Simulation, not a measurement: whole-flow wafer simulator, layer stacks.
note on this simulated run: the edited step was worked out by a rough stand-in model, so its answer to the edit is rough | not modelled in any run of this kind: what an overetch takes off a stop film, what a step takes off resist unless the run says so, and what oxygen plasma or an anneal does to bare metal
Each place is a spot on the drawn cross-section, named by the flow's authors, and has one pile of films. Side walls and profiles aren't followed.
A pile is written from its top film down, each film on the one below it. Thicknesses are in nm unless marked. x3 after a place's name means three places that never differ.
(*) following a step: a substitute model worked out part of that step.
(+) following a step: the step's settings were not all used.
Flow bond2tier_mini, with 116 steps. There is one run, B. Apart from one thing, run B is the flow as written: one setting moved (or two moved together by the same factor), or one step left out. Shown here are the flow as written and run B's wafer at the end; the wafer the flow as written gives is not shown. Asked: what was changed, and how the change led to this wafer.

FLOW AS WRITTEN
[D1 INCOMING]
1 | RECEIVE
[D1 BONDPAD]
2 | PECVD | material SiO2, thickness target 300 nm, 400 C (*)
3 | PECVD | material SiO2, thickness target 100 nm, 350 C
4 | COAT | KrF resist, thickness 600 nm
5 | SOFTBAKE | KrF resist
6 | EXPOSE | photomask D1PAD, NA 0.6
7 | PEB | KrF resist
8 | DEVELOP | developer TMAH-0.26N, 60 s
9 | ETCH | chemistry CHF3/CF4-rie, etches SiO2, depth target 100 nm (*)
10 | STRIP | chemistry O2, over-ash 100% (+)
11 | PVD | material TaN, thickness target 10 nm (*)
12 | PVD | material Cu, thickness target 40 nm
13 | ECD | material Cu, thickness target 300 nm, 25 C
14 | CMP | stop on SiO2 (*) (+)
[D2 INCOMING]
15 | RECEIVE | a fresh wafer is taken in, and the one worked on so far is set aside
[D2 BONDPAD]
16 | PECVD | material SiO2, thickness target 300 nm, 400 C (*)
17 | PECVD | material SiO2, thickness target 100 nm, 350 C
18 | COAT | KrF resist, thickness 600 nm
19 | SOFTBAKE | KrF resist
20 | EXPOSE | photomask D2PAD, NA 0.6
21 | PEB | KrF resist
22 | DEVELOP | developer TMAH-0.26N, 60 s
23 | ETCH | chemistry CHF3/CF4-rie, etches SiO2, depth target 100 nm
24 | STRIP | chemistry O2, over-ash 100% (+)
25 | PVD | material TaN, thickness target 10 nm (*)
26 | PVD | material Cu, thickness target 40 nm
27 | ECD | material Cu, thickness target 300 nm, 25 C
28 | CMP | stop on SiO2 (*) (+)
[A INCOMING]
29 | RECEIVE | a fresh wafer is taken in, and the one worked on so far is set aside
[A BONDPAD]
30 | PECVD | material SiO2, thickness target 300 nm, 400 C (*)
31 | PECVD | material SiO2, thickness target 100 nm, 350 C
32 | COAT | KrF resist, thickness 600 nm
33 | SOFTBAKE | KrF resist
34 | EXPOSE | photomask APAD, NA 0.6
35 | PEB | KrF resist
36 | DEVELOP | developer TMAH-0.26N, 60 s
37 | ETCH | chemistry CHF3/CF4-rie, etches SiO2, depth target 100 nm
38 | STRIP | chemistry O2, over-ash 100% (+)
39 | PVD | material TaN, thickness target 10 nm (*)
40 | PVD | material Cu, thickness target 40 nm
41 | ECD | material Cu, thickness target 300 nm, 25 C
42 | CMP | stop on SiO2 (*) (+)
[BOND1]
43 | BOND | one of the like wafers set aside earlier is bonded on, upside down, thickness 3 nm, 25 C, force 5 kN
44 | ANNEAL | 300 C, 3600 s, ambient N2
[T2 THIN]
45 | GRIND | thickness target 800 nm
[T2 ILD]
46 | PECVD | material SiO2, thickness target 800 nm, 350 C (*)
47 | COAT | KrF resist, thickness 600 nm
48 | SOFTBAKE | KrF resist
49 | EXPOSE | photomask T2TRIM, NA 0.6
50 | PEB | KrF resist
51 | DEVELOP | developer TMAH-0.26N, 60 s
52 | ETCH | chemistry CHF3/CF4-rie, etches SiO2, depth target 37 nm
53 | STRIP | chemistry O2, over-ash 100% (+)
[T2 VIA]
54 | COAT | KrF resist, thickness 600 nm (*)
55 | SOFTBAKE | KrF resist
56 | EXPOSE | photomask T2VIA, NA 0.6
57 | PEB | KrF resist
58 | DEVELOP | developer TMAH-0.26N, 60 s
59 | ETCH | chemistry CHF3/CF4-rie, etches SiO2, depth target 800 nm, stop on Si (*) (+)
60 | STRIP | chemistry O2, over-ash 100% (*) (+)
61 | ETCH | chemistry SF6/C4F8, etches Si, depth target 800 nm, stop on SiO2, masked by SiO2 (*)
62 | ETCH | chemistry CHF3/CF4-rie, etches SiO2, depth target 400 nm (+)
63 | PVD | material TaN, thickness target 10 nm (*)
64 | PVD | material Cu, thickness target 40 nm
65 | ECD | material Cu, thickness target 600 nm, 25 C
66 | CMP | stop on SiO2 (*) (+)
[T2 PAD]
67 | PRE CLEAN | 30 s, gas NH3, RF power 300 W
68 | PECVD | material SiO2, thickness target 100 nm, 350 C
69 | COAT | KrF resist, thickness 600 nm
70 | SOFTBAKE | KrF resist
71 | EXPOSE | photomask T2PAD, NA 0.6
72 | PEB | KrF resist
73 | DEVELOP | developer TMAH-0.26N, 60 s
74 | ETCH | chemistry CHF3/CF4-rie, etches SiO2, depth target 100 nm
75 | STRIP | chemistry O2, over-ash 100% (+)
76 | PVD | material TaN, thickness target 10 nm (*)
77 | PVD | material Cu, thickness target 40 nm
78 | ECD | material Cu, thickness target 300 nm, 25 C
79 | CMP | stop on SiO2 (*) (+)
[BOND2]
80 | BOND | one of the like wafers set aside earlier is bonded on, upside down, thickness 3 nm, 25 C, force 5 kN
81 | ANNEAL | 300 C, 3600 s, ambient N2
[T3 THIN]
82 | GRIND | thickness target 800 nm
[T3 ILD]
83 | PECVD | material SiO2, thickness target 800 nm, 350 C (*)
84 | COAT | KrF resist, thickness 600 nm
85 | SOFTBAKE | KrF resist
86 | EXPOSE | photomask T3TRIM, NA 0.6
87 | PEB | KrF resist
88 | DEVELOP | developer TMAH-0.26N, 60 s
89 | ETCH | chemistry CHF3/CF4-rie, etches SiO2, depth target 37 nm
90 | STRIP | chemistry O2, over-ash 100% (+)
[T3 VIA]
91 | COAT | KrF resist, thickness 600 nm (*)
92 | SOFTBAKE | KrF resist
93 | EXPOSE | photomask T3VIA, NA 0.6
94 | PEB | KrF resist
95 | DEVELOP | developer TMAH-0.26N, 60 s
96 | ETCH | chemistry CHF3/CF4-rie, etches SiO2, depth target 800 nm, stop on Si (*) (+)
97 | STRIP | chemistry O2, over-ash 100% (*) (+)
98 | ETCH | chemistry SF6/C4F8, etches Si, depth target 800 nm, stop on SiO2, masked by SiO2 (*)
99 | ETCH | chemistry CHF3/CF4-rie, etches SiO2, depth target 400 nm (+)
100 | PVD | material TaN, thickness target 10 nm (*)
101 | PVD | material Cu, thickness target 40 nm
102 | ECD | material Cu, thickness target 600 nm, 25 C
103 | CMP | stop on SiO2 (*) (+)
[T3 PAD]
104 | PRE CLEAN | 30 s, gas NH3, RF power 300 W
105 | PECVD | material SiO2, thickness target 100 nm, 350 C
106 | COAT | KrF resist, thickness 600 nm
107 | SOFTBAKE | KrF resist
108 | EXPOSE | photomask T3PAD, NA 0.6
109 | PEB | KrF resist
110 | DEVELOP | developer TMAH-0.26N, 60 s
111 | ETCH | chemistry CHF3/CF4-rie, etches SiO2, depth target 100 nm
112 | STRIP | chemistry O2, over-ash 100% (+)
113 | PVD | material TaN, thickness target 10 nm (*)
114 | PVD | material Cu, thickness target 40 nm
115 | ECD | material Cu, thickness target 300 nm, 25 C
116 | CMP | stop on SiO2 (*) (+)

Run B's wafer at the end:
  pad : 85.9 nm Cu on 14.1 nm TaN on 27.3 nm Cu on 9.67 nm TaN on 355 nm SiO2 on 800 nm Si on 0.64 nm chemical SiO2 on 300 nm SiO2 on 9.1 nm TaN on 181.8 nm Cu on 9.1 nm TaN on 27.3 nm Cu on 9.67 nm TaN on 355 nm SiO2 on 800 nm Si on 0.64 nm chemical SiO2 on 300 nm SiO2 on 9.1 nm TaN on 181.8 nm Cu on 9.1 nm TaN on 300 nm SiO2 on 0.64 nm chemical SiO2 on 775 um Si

Cause: step 113, PVD: thickness target 15.5 nm was run, whereas the flow has thickness target 10 nm.

Step by step, how the change led to this:
  113 | PVD | material TaN, thickness target 10 nm (*)
      field: TaN gains 15.5 (new film) (as written it would have been: TaN gains 10 (new film))
      pad: TaN gains 14.1 (new film) (as written it would have been: TaN gains 9.1 (new film))
  116 | CMP | stop on SiO2 (*) (+)
      field: Cu loses 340 (all of it), TaN loses 15.5 (all of it) (as written it would have been: Cu loses 340 (all of it), TaN loses 10 (all of it))
